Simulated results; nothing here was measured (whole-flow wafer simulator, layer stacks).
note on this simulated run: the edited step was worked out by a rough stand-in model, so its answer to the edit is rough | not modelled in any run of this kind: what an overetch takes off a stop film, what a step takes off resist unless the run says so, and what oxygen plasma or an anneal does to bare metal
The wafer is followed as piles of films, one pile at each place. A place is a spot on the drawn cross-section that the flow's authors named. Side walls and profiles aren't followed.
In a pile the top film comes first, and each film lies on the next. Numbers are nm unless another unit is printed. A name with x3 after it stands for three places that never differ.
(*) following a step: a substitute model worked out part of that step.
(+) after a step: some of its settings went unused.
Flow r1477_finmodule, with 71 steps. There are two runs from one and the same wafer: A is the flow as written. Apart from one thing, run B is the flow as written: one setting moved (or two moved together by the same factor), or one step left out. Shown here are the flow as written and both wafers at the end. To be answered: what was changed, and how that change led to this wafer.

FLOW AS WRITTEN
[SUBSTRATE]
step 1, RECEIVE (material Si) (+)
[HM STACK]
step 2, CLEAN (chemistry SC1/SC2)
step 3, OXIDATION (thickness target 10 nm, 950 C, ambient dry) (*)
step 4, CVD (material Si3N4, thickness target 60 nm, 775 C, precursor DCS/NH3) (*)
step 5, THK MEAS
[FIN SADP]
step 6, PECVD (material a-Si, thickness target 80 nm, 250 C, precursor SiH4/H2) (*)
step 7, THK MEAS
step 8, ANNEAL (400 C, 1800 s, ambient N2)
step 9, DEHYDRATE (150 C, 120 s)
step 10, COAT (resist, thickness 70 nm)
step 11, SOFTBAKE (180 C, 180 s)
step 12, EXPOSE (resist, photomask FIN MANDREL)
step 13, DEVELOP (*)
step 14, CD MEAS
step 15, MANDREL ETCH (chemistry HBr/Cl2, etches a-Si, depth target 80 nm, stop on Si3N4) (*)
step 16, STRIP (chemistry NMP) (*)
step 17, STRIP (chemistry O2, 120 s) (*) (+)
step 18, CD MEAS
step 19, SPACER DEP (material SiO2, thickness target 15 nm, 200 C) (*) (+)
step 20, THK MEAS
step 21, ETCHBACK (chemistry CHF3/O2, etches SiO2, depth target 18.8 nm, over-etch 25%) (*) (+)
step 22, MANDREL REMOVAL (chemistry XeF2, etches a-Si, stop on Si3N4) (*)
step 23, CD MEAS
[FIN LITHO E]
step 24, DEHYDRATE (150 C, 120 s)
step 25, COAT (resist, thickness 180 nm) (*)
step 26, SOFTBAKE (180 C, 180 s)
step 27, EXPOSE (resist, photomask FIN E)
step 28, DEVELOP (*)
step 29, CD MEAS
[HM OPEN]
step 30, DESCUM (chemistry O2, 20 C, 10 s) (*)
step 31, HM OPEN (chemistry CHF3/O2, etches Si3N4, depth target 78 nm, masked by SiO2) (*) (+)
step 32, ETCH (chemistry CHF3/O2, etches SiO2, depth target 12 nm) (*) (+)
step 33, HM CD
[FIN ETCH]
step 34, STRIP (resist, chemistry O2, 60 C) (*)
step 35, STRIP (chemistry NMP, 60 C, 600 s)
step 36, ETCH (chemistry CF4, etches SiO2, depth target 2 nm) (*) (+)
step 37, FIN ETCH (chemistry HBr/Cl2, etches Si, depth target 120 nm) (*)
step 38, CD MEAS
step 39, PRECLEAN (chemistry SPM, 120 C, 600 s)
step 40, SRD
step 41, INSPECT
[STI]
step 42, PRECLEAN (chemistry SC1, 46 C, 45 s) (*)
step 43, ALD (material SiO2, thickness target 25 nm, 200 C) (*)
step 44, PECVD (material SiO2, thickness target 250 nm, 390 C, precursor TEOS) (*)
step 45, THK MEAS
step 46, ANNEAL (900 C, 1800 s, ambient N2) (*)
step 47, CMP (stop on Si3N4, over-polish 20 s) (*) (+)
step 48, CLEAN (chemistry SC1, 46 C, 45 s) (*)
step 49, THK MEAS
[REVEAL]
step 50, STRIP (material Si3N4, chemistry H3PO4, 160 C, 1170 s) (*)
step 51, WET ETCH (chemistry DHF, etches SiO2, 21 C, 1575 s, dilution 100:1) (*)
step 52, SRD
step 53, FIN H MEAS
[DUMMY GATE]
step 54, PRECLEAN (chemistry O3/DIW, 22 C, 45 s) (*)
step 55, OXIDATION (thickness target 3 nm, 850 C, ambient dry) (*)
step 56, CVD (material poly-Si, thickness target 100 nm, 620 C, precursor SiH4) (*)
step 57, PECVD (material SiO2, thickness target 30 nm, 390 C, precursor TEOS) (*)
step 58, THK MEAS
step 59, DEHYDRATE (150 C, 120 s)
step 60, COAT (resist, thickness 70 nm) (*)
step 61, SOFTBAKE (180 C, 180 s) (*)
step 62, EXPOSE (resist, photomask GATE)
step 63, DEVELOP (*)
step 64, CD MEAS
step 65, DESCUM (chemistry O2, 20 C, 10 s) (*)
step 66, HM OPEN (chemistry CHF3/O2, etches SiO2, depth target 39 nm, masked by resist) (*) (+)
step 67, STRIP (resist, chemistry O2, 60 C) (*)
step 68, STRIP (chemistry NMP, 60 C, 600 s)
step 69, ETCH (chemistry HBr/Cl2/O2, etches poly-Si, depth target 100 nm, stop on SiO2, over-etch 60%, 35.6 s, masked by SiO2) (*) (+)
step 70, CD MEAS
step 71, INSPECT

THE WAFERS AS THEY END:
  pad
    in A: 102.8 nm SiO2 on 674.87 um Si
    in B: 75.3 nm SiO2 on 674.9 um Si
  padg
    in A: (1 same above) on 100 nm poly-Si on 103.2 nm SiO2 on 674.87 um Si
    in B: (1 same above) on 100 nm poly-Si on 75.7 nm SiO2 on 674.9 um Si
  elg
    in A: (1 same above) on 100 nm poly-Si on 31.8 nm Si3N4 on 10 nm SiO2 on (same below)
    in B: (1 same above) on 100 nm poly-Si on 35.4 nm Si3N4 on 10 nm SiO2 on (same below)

The reason: step 37, FIN ETCH: depth target 92.4 nm was run, while the flow as written has depth target 120 nm.

The path from the change to this, step by step:
  step 37, FIN ETCH (chemistry HBr/Cl2, etches Si, depth target 120 nm) (*)
      pad, padg, esg and 19 more: A Si loses 120 | B Si loses 92.4
      elg, e40lg, e100lg, e200lg, elo, e40lo, e100lo, e200lo: A Si3N4 loses 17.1 | B Si3N4 loses 13.2
      (as well as at 6 more places)
  step 43, ALD (material SiO2, thickness target 25 nm, 200 C) (*)
      s40cg, s45cg, s50cg, s40co, s45co, s50co: A SiO2 gains 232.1 (new film) | B SiO2 gains 206.6 (new film)
      esg: A SiO2 gains 194.3 (new film) | B SiO2 gains 170.6 (new film)
  step 47, CMP (stop on Si3N4, over-polish 20 s) (*) (+)
      pad, padg, e40sg and 11 more: A SiO2 loses 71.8 | B SiO2 loses 99.4
      eso: A SiO2 loses 72.4 | B SiO2 loses 100
  step 51, WET ETCH (chemistry DHF, etches SiO2, 21 C, 1575 s, dilution 100:1) (*)
      elg, e40lg, e100lg, e200lg, elo, e40lo, e100lo, e200lo: A SiO2 loses 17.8 (all of it), Si3N4 loses 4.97 | B SiO2 loses 13.9 (all of it), Si3N4 loses 5.29
  step 56, CVD (material poly-Si, thickness target 100 nm, 620 C, precursor SiH4) (*)
      esg: A poly-Si gains 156 (new film) | B poly-Si gains 159.6 (new film)
  step 60, COAT (resist, thickness 70 nm) (*)
      e40sg, eso, e40so: A resist gains 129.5 (new film) | B resist gains 132.9 (new film)
      e100sg, e100so: A resist gains 129.4 (new film) | B resist gains 132.8 (new film)
      (as well as at 2 more places)
  step 63, DEVELOP (*)
      eso, e40so: A resist loses 129.5 (all of it) | B resist loses 132.9 (all of it)
      e100so: A resist loses 129.4 (all of it) | B resist loses 132.8 (all of it)
      (as well as at 1 more place)
  step 67, STRIP (resist, chemistry O2, 60 C) (*)
      e40sg: A resist loses 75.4 (all of it) | B resist loses 78.8 (all of it)
      e100sg: A resist loses 75.3 (all of it) | B resist loses 78.7 (all of it)
      (as well as at 1 more place)
